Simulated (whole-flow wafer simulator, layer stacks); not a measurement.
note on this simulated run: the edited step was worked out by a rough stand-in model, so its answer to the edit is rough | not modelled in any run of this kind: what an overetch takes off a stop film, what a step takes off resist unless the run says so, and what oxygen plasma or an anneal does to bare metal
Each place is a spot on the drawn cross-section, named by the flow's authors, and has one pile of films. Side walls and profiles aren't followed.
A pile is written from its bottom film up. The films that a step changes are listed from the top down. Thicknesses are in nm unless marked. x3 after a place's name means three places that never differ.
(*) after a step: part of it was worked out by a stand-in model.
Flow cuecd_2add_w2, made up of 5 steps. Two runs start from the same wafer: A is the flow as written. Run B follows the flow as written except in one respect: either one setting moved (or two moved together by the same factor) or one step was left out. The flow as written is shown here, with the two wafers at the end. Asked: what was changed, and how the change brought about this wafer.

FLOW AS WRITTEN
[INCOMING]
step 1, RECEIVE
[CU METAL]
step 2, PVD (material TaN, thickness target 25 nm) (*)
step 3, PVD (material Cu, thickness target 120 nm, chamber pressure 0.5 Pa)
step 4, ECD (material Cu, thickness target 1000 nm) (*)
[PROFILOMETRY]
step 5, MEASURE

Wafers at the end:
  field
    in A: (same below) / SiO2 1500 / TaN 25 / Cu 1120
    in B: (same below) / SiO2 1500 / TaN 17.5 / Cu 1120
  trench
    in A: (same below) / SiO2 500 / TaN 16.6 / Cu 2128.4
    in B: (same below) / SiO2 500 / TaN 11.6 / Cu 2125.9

The reason: step 2, PVD: thickness target 17.5 nm was run, though the flow has thickness target 25 nm.
One can read it off the wafer: field has TaN 17.5, and step 2 as written asks for 25 nm.

How this came from the change, step by step:
  step 2, PVD (material TaN, thickness target 25 nm) (*)
      field: A TaN gains 25 (new film) | B TaN gains 17.5 (new film)
      trench: A TaN gains 16.6 (new film) | B TaN gains 11.6 (new film)
